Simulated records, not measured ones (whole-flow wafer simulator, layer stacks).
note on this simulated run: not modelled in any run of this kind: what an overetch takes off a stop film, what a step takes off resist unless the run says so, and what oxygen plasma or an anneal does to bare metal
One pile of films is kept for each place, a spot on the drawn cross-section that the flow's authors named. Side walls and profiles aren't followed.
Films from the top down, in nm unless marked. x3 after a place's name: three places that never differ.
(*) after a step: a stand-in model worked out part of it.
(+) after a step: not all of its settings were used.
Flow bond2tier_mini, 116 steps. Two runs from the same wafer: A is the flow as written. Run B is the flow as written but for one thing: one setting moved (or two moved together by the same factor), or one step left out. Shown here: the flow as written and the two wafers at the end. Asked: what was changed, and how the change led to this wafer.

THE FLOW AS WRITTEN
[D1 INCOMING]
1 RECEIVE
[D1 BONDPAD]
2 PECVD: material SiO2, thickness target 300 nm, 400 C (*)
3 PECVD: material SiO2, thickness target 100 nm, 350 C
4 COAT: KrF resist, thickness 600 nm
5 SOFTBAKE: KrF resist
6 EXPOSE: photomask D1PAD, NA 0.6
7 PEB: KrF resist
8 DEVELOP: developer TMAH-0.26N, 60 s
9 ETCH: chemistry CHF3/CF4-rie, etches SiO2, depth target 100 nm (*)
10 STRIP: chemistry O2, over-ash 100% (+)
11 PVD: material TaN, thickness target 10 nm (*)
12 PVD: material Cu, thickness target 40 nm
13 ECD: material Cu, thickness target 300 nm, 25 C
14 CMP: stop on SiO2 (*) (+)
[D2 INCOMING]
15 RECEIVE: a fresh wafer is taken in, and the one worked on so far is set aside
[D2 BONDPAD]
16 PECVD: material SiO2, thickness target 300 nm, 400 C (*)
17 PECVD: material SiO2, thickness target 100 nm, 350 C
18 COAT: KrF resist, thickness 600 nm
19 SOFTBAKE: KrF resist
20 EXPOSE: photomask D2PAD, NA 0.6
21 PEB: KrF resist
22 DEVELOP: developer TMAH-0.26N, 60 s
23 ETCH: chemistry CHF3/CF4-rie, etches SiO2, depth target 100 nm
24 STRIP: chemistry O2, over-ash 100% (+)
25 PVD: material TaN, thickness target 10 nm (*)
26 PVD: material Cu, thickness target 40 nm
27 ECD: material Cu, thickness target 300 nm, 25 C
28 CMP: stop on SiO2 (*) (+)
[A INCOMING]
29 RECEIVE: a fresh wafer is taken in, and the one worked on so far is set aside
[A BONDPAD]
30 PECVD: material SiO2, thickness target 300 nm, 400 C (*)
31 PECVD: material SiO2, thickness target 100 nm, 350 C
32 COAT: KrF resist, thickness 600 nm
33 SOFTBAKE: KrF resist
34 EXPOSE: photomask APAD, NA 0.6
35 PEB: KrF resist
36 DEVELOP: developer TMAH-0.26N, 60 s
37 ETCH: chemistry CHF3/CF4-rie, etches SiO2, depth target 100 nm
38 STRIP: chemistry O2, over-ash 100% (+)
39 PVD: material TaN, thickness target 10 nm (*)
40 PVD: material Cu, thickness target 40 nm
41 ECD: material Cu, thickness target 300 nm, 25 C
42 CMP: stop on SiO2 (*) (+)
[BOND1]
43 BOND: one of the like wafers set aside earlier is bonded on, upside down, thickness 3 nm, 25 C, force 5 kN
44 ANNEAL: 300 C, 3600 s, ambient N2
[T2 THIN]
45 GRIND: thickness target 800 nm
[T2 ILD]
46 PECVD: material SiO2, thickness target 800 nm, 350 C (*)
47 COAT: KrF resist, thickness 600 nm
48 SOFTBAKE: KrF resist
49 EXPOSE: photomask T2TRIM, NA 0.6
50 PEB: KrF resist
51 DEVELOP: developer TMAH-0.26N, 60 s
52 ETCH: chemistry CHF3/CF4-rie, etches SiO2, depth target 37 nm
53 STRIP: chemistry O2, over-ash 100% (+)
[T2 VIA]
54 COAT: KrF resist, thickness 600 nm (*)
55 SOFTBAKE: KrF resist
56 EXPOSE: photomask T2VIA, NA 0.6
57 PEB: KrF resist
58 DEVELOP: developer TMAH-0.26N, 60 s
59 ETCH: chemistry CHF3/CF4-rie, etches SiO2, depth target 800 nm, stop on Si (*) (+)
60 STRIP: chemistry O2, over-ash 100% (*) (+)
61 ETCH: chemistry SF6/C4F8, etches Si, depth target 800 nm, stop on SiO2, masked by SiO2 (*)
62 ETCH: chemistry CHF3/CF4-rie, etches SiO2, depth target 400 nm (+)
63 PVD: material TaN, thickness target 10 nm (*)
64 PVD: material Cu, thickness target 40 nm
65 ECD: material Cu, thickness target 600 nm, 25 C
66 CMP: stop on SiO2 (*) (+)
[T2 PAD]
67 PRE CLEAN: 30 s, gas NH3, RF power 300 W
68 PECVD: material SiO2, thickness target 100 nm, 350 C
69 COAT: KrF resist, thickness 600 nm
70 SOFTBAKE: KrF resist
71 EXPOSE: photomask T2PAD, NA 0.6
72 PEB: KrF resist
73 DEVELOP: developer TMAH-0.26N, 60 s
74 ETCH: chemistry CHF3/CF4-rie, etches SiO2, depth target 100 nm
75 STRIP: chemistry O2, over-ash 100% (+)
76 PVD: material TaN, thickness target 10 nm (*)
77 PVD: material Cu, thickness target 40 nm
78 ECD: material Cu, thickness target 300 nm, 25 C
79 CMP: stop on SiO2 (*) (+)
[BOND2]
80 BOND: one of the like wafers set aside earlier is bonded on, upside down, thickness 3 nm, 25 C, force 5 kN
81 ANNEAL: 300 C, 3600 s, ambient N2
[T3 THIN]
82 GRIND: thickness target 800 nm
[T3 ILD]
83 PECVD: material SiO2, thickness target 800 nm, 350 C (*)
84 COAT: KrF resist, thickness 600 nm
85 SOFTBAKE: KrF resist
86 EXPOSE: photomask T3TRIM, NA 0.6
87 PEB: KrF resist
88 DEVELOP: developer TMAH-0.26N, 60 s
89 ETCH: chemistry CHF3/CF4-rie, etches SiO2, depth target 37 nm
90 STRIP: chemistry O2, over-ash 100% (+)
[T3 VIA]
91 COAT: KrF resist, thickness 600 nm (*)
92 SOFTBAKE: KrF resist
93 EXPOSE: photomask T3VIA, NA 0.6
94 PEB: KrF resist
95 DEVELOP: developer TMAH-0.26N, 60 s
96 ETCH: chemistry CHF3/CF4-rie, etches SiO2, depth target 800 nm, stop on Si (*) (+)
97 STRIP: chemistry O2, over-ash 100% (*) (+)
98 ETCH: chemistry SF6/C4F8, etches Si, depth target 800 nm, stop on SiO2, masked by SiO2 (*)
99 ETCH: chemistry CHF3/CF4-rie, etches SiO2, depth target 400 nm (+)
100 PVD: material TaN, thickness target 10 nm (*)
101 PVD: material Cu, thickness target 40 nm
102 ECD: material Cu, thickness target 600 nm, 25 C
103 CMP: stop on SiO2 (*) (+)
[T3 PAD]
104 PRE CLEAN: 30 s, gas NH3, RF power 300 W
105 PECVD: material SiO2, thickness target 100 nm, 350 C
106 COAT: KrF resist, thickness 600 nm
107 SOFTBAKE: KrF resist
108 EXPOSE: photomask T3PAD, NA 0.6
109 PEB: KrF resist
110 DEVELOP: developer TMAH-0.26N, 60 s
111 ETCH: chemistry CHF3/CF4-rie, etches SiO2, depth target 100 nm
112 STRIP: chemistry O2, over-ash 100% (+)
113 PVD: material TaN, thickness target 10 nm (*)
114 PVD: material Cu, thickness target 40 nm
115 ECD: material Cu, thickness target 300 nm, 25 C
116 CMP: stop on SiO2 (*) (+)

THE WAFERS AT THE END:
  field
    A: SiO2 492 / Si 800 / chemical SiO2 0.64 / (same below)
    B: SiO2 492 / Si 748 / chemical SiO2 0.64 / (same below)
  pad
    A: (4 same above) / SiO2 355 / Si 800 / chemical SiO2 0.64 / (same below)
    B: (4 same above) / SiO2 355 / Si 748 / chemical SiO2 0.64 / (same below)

The cause: step 82, GRIND: thickness target 748 nm was run, where the flow has thickness target 800 nm.
It can be read off the wafer: field has Si 748, and step 82 as written asks for 800 nm.

How the change led to this, step by step:
  82 GRIND: thickness target 800 nm
      field, pad: A Si -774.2 um | B Si -774.25 um
